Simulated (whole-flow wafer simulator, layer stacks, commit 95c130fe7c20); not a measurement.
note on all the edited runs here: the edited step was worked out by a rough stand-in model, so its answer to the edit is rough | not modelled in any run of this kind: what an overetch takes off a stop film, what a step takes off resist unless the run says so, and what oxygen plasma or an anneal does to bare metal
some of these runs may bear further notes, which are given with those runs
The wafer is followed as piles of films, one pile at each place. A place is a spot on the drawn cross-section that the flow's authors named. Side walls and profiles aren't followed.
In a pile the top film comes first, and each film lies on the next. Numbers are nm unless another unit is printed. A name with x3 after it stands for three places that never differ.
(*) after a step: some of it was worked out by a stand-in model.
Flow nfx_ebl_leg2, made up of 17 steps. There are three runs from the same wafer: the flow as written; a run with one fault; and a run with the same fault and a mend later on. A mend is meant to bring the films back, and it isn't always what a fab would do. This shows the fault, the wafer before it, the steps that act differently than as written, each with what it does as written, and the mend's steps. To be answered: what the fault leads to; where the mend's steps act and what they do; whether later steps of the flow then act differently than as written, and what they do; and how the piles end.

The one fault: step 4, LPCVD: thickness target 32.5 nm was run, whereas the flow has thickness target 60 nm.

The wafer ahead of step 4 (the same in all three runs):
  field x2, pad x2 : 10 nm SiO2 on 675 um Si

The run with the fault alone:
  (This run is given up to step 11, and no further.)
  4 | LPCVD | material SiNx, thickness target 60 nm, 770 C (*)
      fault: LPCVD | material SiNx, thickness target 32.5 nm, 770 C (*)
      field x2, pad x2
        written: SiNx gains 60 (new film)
        fault: SiNx gains 32.5 (new film)
  None of the later steps of the flow up to step 11 acts differently than as written at any place that is followed.
  Once step 11 is done, the piles at field x2, pad x2 depart from the flow's by more than 2% or 0.5 nm, whichever is larger.
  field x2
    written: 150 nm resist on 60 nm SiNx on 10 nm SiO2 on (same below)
    fault: 150 nm resist on 32.5 nm SiNx on 10 nm SiO2 on (same below)
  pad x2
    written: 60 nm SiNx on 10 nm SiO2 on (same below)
    fault: 32.5 nm SiNx on 10 nm SiO2 on (same below)

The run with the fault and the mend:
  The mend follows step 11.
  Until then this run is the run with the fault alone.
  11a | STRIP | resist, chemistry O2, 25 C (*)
      field x2
        resist loses 150 (all of it)
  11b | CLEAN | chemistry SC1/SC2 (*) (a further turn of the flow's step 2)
      does not change any film at any place that is followed
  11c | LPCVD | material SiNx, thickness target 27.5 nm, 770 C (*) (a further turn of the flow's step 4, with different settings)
      field x2, pad x2
        SiNx gains 27.5
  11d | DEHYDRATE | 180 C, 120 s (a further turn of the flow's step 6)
      does not change any film at any place that is followed
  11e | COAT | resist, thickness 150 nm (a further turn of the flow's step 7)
      field x2, pad x2
        resist gains 150 (new film)
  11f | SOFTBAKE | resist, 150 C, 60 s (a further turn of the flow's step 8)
      does not change any film at any place that is followed
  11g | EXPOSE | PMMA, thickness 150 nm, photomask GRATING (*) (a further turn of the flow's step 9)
      does not change any film at any place that is followed
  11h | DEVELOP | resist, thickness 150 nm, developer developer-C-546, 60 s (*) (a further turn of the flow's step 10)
      pad x2
        resist loses 150 (all of it)
  None of the later steps of the flow acts differently than as written at any place that is followed.
  At every place that both follow, the piles at the end match the flow's.
